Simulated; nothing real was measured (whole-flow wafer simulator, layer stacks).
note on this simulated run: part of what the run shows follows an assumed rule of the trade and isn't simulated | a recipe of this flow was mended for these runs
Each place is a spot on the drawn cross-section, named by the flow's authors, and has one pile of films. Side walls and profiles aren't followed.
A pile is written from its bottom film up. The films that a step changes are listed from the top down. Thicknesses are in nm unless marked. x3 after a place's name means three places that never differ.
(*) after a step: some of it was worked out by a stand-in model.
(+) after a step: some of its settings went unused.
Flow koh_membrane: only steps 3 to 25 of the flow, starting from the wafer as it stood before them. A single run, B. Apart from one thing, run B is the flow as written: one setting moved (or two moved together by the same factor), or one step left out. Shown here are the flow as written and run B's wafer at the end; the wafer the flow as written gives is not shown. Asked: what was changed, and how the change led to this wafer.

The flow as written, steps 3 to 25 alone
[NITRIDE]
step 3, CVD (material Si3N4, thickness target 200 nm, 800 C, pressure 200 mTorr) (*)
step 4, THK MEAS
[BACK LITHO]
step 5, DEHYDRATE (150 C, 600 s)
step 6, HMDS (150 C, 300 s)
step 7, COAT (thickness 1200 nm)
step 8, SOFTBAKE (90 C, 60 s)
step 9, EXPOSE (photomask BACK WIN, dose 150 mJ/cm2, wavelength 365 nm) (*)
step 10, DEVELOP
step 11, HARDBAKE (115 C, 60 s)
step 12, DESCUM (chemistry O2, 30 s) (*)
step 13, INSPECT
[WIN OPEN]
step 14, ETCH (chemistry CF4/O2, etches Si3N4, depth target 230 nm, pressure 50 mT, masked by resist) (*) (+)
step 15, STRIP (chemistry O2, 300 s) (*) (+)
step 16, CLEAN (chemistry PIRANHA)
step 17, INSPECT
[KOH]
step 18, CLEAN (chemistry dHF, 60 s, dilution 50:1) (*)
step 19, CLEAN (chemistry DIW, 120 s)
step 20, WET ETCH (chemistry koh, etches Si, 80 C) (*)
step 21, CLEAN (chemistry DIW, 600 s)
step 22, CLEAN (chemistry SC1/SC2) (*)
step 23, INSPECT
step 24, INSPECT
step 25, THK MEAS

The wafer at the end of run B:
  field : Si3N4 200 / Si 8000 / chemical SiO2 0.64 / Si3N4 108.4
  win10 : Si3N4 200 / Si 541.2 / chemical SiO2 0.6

The reason: step 3, CVD: thickness target 110 nm was run, whereas the flow has thickness target 200 nm.

Step by step, how the change led to this:
  step 3, CVD (material Si3N4, thickness target 200 nm, 800 C, pressure 200 mTorr) (*)
      field, win20 x4, win10: Si3N4 gains 110 (new film) (as written it would have been: Si3N4 gains 200 (new film))
  step 14, ETCH (chemistry CF4/O2, etches Si3N4, depth target 230 nm, pressure 50 mT, masked by resist) (*) (+)
      win20 x4, win10: Si3N4 loses 110 (all of it), chemical SiO2 loses 0.64 (all of it), Si loses 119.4 (as written it would have been: Si3N4 loses 200 (all of it), chemical SiO2 loses 0.64 (all of it), Si loses 29.4)
